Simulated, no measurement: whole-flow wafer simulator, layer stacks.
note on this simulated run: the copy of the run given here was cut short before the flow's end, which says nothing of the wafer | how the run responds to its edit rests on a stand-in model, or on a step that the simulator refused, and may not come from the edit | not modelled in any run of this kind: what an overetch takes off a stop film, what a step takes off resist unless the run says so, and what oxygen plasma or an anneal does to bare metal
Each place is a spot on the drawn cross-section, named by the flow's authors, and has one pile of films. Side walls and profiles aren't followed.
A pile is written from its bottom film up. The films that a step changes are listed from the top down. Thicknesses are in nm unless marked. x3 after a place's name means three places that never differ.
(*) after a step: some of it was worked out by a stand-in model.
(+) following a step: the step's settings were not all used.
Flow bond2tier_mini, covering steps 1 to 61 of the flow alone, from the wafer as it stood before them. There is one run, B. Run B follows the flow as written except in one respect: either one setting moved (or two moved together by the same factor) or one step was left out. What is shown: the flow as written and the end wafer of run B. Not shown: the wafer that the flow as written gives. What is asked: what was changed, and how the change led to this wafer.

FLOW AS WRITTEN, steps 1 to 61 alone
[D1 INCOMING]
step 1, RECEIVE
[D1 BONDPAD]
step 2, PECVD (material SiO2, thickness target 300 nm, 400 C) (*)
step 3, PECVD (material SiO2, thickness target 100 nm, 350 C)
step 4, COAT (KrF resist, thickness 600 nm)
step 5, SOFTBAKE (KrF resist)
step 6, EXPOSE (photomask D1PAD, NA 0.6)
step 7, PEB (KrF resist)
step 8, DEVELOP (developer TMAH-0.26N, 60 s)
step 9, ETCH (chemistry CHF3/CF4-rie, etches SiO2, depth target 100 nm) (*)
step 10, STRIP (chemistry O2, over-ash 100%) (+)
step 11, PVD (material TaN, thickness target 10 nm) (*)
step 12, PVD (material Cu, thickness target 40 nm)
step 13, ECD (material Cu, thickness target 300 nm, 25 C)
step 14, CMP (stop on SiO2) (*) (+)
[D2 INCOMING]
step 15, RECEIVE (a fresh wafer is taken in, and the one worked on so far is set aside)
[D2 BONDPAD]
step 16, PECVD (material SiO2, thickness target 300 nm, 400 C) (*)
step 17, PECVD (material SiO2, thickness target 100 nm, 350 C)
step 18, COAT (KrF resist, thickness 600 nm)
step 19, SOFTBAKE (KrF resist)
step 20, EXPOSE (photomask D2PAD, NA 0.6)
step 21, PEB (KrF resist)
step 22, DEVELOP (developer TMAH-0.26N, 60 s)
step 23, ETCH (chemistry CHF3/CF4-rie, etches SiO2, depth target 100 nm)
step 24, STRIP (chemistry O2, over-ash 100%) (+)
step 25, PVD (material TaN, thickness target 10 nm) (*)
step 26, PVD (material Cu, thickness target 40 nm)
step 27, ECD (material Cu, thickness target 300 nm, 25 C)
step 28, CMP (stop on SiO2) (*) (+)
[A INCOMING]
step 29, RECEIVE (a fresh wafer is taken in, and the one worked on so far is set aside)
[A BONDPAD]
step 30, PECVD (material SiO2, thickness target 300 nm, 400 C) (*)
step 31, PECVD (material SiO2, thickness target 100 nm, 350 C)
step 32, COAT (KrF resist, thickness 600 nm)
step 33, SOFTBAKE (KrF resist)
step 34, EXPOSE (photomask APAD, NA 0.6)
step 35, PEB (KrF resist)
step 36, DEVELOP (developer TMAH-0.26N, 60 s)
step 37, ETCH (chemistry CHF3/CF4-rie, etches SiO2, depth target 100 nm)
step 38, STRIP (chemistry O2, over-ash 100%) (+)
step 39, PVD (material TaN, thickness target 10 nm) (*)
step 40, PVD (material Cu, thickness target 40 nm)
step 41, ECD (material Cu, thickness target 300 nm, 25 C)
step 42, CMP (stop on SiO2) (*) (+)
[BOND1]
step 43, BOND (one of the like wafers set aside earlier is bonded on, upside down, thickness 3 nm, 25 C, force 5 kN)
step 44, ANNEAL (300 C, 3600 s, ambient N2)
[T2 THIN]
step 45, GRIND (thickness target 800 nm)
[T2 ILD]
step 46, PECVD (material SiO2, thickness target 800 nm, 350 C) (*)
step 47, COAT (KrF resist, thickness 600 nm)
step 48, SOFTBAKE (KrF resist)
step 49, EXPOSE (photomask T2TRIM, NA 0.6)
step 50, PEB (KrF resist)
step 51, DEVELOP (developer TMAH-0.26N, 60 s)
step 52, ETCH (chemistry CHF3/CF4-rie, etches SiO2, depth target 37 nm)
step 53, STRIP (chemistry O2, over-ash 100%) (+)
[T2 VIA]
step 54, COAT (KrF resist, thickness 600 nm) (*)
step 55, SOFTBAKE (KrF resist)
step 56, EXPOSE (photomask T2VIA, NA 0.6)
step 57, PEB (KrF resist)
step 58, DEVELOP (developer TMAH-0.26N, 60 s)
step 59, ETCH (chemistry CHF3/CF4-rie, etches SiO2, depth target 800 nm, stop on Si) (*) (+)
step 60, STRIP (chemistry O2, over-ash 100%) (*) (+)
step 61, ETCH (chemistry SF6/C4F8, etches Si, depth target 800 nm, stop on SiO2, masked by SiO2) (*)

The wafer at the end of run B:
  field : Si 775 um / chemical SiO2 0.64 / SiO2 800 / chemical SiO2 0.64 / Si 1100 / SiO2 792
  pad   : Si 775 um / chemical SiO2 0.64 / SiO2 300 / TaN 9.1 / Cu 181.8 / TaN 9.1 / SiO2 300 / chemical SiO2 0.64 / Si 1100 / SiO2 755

Cause: step 45, GRIND: thickness target 1100 nm was run, whereas the flow has thickness target 800 nm.
The wafer itself shows it: field has Si 1100, and step 45 as written asks for 800 nm.

Step by step, how the change led to this:
  step 45, GRIND (thickness target 800 nm)
      field, pad, via: Si loses 773.9 um (in the flow as written it would be: Si loses 774.2 um)
